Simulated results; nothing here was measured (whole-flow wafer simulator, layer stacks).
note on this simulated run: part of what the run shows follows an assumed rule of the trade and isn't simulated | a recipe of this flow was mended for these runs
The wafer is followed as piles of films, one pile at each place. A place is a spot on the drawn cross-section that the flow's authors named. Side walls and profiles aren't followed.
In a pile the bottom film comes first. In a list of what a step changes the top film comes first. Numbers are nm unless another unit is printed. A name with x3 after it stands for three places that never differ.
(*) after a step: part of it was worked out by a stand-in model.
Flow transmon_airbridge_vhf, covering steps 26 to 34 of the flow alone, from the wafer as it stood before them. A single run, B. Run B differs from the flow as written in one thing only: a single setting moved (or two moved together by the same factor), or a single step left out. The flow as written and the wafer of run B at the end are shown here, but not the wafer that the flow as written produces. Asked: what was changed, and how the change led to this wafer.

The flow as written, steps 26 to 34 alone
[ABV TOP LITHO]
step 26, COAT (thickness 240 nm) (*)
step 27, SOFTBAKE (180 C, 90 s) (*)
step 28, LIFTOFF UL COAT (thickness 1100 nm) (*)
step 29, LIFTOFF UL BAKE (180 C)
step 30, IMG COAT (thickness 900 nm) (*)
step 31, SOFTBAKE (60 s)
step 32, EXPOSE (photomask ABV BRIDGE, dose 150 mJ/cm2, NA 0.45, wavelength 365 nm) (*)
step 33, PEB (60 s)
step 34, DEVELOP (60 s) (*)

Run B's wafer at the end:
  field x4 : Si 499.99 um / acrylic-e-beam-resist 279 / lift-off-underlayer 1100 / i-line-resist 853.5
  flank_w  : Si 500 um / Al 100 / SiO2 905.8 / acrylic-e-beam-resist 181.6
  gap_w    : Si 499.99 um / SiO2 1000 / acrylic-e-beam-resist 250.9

What caused this: step 26, COAT: thickness 279 nm was run, whereas the flow has thickness 240 nm.
One can read it off the wafer: field x4 has acrylic-e-beam-resist 279, and step 26 as written asks for 240 nm.

Step by step, how the change led to this:
  step 26, COAT (thickness 240 nm) (*)
      field x4, trace_open_s x2: acrylic-e-beam-resist gains 279 (new film) (in the flow as written it would be: acrylic-e-beam-resist gains 240 (new film))
      flank_w, flank_e: acrylic-e-beam-resist gains 181.6 (new film) (in the flow as written it would be: acrylic-e-beam-resist gains 155.2 (new film))
      (also at 9 further places)
